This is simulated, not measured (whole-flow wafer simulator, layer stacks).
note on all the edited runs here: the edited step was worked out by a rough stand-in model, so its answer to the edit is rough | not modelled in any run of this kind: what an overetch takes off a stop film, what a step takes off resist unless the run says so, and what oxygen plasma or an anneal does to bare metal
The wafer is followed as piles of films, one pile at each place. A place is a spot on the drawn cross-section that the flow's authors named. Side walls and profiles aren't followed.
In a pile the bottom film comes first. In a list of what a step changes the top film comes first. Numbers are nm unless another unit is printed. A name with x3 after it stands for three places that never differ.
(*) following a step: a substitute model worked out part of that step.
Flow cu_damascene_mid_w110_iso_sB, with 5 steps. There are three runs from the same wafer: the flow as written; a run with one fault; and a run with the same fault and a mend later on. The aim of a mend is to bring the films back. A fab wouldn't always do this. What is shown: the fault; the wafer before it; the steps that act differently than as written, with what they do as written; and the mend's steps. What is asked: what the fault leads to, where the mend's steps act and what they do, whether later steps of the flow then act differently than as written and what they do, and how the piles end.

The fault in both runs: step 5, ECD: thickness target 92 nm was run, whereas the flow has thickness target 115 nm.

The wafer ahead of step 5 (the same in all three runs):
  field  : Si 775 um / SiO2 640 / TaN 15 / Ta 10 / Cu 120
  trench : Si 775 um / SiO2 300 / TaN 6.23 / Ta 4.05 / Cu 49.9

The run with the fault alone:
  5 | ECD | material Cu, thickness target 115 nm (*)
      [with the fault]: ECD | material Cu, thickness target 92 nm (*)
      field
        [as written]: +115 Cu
        [with the fault]: +92 Cu
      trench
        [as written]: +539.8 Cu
        [with the fault]: +516.8 Cu
  None of the later steps of the flow acts differently than as written at any place that is followed.
  The piles end different from the flow's at field, trench by more than 2% or 0.5 nm, whichever is larger.
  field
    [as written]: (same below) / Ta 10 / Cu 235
    [with the fault]: (same below) / Ta 10 / Cu 212
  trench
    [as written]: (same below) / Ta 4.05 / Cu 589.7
    [with the fault]: (same below) / Ta 4.05 / Cu 566.7

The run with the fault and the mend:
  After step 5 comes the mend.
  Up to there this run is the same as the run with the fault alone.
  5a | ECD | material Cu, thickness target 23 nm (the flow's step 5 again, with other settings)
      field, trench
        +23 Cu
  None of the later steps of the flow acts differently than as written at any place that is followed.
  At every place that both follow, the piles at the end match the flow's.
